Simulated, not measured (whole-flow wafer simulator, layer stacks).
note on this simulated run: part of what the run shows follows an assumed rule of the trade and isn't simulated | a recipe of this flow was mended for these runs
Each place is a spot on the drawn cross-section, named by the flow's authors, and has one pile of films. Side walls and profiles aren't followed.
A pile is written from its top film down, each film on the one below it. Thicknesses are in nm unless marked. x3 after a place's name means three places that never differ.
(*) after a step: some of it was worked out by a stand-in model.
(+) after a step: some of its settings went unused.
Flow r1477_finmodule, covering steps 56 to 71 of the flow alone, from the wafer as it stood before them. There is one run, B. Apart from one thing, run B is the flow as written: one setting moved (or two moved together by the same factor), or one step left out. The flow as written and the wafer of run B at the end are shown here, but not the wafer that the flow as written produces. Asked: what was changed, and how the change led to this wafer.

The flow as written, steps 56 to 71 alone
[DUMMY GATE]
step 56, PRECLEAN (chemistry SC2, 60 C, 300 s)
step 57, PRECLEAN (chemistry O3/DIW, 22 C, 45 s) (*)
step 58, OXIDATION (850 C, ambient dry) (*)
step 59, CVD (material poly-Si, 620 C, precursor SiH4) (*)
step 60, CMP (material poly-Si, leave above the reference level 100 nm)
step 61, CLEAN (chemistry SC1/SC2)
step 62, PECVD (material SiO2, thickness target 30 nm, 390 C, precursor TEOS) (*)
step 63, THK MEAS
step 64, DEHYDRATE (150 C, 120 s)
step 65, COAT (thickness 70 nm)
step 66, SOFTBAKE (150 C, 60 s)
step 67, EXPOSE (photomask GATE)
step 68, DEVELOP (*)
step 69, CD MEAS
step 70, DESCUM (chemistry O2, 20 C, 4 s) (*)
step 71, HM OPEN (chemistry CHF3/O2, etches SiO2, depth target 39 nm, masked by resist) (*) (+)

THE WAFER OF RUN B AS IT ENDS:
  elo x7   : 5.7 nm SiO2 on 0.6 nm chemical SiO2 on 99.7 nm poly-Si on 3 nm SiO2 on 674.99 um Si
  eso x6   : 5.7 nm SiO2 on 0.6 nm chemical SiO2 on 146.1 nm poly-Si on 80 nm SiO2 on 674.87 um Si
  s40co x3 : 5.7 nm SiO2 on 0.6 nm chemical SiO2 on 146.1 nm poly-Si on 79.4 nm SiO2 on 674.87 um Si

What caused this: step 71, HM OPEN: depth target 24.3 nm was run, while the flow as written has depth target 39 nm.

How this came from the change, step by step:
  step 71, HM OPEN (chemistry CHF3/O2, etches SiO2, depth target 39 nm, masked by resist) (*) (+)
      pad, elo x7, eso x6, e200so, s40co x3: -24.3 SiO2 (as written it would have been: -30 SiO2 (all of it), -0.6 chemical SiO2 (all of it), -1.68 poly-Si)
      padg, elg x7, esg x6, e200sg, s40cg x3: -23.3 e-beam-resist (as written it would have been: -37.4 e-beam-resist)
